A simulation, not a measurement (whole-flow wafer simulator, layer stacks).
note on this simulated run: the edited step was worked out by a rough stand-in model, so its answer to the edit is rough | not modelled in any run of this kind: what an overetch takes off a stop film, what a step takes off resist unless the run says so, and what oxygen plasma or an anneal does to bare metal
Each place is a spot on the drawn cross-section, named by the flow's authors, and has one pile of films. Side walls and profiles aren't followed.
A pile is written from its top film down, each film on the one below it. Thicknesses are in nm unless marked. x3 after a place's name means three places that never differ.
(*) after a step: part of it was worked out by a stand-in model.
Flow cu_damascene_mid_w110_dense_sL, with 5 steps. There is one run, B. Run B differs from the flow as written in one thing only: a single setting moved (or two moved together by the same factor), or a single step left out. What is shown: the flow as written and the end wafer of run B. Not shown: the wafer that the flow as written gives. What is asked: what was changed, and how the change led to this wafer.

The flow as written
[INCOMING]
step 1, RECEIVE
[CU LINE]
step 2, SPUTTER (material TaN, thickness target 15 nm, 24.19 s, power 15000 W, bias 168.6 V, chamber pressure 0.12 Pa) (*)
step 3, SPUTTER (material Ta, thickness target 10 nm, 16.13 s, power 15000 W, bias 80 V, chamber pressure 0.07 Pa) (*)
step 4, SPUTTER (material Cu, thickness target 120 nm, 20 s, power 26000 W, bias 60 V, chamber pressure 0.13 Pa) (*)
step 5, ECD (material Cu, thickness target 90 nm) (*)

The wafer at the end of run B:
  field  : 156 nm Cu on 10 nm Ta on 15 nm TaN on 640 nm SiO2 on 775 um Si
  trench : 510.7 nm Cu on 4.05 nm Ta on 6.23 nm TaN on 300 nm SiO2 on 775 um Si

Cause: step 5, ECD: thickness target 36 nm was run, while the flow as written has thickness target 90 nm.

Step by step, how the change led to this:
  step 5, ECD (material Cu, thickness target 90 nm) (*)
      field: +36 Cu (as written it would have been: +90 Cu)
      trench: +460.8 Cu (as written it would have been: +514.8 Cu)
